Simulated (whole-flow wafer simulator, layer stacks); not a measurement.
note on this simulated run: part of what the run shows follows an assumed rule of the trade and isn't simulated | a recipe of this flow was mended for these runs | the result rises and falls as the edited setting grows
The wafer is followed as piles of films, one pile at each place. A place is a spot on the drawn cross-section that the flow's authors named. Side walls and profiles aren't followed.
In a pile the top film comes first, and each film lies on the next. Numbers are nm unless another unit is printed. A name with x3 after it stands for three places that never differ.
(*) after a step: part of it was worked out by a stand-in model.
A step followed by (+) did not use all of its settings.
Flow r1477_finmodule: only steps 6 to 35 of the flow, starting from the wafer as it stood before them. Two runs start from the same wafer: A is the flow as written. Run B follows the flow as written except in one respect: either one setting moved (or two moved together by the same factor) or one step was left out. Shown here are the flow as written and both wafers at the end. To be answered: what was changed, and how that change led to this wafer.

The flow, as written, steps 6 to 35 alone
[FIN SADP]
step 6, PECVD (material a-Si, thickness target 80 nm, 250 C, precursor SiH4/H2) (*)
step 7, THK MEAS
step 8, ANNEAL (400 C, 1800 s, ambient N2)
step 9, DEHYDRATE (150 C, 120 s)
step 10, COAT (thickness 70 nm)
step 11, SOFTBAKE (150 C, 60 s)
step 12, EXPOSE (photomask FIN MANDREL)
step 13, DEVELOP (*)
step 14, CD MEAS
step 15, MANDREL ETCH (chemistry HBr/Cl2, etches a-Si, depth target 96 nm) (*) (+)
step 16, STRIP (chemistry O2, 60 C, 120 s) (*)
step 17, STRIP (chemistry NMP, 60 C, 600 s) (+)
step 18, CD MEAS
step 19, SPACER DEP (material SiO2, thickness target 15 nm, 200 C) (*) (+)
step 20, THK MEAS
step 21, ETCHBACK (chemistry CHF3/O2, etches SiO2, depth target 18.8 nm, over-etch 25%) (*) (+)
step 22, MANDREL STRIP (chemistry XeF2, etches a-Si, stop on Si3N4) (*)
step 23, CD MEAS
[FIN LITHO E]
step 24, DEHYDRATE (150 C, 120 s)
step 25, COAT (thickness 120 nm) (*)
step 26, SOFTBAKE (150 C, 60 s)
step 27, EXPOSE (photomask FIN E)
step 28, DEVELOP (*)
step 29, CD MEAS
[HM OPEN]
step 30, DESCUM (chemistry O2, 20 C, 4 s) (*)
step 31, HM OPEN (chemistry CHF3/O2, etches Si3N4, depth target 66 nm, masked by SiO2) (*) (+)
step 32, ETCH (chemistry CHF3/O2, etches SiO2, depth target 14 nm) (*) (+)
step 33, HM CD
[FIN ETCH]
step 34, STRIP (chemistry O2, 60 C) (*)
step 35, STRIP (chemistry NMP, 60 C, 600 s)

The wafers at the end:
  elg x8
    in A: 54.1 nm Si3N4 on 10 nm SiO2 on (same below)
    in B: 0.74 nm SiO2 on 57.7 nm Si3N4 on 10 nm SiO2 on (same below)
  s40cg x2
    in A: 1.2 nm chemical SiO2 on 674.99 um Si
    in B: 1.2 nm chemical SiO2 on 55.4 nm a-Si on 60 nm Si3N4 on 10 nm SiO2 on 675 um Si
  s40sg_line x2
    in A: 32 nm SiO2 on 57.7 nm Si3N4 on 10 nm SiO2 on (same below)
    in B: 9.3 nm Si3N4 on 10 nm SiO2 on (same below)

What caused this: step 21, ETCHBACK: depth target 14.3 nm was run, though the flow has depth target 18.8 nm.

How this came from the change, step by step:
  step 21, ETCHBACK (chemistry CHF3/O2, etches SiO2, depth target 18.8 nm, over-etch 25%) (*) (+)
      pad x2, elg x8, esg x2 and 12 more: A -15 SiO2 (all of it), -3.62 Si3N4 | B -14.3 SiO2
      s40cg x2, s45cg x2, s50cg x2: A -15 SiO2 (all of it), -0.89 chemical SiO2 (all of it), -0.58 a-Si | B -14.3 SiO2
  step 22, MANDREL STRIP (chemistry XeF2, etches a-Si, stop on Si3N4) (*)
      s40cg x2, s45cg x2, s50cg x2: A -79 a-Si (all of it) | B nothing
  step 25, COAT (thickness 120 nm) (*)
      s40cg x2: A +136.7 e-beam-resist (new film) | B +69 e-beam-resist (new film)
      s40sg x2: A +142.6 e-beam-resist (new film) | B +151.7 e-beam-resist (new film)
      (and at 14 other places as well)
  step 28, DEVELOP (*)
      s40cg x2: A -136.7 e-beam-resist (all of it) | B -69 e-beam-resist (all of it)
      s40sg x2: A -142.6 e-beam-resist (all of it) | B -151.7 e-beam-resist (all of it)
      (and at 14 other places as well)
  step 31, HM OPEN (chemistry CHF3/O2, etches Si3N4, depth target 66 nm, masked by SiO2) (*) (+)
      pad x2, esg x2, e40sg x2, e100sg x2, e200sg x2, s40sg x2, s45sg x2, s50sg x2: A -54.1 Si3N4 (all of it), -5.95 SiO2 | B -0.74 SiO2 (all of it), -57.7 Si3N4 (all of it), -3.4 SiO2
      s40cg x2, s45cg x2, s50cg x2: A -60 Si3N4 (all of it), -3 SiO2 | B -0.76 SiO2 (all of it), -0.89 chemical SiO2 (all of it), -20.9 a-Si
      (and at 6 other places as well)
  step 32, ETCH (chemistry CHF3/O2, etches SiO2, depth target 14 nm) (*) (+)
      s40cg x2, s45cg x2, s50cg x2: A -7 SiO2 (all of it), -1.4 Si | B -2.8 a-Si
      s40sg_line x2, s45sg_line x2: A -14 SiO2 | B -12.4 Si3N4
      (and at 18 other places as well)
  step 34, STRIP (chemistry O2, 60 C) (*)
      s40cg x2, s45cg x2, s50cg x2: A +1.2 chemical SiO2 (new film), -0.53 Si | B +1.2 chemical SiO2 (new film), -0.53 a-Si
